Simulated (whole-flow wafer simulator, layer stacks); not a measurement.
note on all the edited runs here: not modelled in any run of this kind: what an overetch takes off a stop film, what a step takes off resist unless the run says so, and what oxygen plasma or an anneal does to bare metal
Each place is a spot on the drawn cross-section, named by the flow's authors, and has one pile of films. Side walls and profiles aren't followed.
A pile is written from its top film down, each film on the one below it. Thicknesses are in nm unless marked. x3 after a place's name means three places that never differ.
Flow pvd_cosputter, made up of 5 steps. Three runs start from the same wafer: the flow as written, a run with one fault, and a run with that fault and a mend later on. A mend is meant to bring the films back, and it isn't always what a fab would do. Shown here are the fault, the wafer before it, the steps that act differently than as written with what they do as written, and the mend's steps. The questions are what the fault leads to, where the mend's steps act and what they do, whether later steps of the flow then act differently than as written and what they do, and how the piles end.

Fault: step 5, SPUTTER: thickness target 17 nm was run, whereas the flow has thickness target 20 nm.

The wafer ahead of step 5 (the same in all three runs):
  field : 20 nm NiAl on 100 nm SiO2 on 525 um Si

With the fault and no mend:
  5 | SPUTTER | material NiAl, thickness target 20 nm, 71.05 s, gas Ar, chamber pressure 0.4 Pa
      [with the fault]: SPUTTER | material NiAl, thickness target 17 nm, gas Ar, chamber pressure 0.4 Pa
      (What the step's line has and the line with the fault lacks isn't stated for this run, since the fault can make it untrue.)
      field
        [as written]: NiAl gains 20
        [with the fault]: NiAl gains 17
  Every later step of the flow that is run acts as written at every place that is followed.
  By the end, the piles at field depart from the flow's by more than 2% or 0.5 nm, whichever is larger.
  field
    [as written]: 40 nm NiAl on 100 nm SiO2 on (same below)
    [with the fault]: 37 nm NiAl on 100 nm SiO2 on (same below)

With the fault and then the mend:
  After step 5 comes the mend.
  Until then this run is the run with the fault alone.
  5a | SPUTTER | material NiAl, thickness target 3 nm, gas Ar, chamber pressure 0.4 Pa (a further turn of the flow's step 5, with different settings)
      field
        NiAl gains 3
  Every later step of the flow that is run acts as written at every place that is followed.
  The piles end the same as the flow's at every place that both follow.
